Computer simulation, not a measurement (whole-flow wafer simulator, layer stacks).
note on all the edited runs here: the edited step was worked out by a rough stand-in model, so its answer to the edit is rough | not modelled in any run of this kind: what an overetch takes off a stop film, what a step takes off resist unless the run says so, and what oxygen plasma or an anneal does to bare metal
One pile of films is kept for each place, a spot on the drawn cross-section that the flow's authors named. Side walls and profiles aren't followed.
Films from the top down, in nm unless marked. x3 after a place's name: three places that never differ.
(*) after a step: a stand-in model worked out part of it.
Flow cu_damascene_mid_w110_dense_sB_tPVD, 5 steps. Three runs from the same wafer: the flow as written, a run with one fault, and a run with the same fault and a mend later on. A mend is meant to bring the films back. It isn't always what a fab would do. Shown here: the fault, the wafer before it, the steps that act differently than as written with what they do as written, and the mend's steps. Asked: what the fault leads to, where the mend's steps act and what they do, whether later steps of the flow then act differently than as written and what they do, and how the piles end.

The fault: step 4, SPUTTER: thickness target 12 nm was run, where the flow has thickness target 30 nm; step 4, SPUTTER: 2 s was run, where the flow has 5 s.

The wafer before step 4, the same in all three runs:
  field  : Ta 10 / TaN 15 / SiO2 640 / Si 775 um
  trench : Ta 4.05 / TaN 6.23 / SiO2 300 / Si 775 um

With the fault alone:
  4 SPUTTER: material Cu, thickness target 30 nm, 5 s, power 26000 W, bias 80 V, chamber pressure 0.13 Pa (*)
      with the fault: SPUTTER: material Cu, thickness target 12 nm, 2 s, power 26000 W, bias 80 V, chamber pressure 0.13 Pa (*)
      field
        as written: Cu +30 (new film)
        with the fault: Cu +12 (new film)
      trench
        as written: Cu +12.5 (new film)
        with the fault: Cu +4.99 (new film)
  Later steps of the flow that act differently than as written:
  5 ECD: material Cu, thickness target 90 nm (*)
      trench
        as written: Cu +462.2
        with the fault: Cu +451.7
  At the end the piles differ from the flow's by more than 2% or 0.5 nm, whichever is larger, at field, trench.
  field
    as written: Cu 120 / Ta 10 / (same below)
    with the fault: Cu 102 / Ta 10 / (same below)
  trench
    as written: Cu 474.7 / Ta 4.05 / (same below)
    with the fault: Cu 456.7 / Ta 4.05 / (same below)

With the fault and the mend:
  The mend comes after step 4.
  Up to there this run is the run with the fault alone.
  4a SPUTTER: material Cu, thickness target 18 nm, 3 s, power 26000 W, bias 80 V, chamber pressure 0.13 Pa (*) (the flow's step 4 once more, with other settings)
      field
        Cu +18
      trench
        Cu +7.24
  No later step of the flow acts differently than as written, at any place that is followed, by more than 2% or 0.5 nm, whichever is larger.
  At the end the piles are the same as the flow's at every place that both follow.
